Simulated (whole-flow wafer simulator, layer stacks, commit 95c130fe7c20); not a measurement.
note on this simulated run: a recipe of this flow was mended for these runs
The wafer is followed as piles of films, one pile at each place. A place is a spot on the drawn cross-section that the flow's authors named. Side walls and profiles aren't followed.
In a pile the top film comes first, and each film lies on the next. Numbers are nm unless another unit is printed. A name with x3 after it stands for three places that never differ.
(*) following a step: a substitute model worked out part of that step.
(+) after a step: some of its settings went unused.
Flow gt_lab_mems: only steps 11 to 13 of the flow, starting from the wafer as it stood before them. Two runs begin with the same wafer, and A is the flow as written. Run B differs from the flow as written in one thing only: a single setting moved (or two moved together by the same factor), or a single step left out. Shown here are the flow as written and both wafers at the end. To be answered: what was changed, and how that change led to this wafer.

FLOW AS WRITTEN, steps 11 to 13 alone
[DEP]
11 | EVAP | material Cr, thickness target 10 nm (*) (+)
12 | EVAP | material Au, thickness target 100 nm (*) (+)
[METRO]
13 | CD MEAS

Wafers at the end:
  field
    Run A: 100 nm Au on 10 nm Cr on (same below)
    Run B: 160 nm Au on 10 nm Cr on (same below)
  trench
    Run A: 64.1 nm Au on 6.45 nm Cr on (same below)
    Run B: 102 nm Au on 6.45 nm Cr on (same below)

Cause: step 12, EVAP: thickness target 160 nm was run, though the flow has thickness target 100 nm.
The wafer itself shows it: field has Au 160, and step 12 as written asks for 100 nm.

How this came from the change, step by step:
  12 | EVAP | material Au, thickness target 100 nm (*) (+)
      field: A Au gains 100 (new film) | B Au gains 160 (new film)
      trench: A Au gains 64.1 (new film) | B Au gains 102 (new film)
